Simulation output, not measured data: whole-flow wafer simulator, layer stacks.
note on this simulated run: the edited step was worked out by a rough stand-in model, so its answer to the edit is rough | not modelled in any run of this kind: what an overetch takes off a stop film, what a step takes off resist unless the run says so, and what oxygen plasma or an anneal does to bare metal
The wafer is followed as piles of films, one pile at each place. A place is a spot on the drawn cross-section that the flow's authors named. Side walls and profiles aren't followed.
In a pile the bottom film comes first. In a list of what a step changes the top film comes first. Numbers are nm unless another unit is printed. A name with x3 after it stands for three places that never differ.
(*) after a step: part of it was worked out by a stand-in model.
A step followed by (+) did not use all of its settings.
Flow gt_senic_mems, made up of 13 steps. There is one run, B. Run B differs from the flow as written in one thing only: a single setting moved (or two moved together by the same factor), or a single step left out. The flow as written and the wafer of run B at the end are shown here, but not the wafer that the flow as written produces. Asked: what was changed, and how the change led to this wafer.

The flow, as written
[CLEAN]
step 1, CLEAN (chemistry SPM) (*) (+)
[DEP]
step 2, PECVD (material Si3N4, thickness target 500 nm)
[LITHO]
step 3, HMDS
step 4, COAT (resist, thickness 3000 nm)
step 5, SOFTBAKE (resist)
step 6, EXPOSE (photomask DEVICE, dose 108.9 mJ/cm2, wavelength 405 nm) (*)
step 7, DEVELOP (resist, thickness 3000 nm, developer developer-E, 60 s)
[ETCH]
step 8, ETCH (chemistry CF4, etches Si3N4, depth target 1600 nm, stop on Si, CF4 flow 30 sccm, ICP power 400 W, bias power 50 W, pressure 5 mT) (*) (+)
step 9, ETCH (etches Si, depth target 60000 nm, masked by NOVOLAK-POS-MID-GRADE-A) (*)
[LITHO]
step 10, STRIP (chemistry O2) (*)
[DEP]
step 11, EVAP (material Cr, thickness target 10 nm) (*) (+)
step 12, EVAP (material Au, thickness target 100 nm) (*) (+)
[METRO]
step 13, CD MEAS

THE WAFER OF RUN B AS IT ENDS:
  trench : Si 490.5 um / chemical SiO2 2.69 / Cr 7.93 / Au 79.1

The reason: step 9, ETCH: depth target 34500 nm was run, though the flow has depth target 60000 nm.

How this came from the change, step by step:
  step 9, ETCH (etches Si, depth target 60000 nm, masked by NOVOLAK-POS-MID-GRADE-A) (*)
      field: -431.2 resist (it would be, as written: -750 resist)
      trench: -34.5 um Si (it would be, as written: -60 um Si)
  step 10, STRIP (chemistry O2) (*)
      field: -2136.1 resist (all of it) (it would be, as written: -1817.3 resist (all of it))
  step 11, EVAP (material Cr, thickness target 10 nm) (*) (+)
      trench: +7.93 Cr (new film) (it would be, as written: +6.45 Cr (new film))
  step 12, EVAP (material Au, thickness target 100 nm) (*) (+)
      trench: +79.1 Au (new film) (it would be, as written: +64.1 Au (new film))
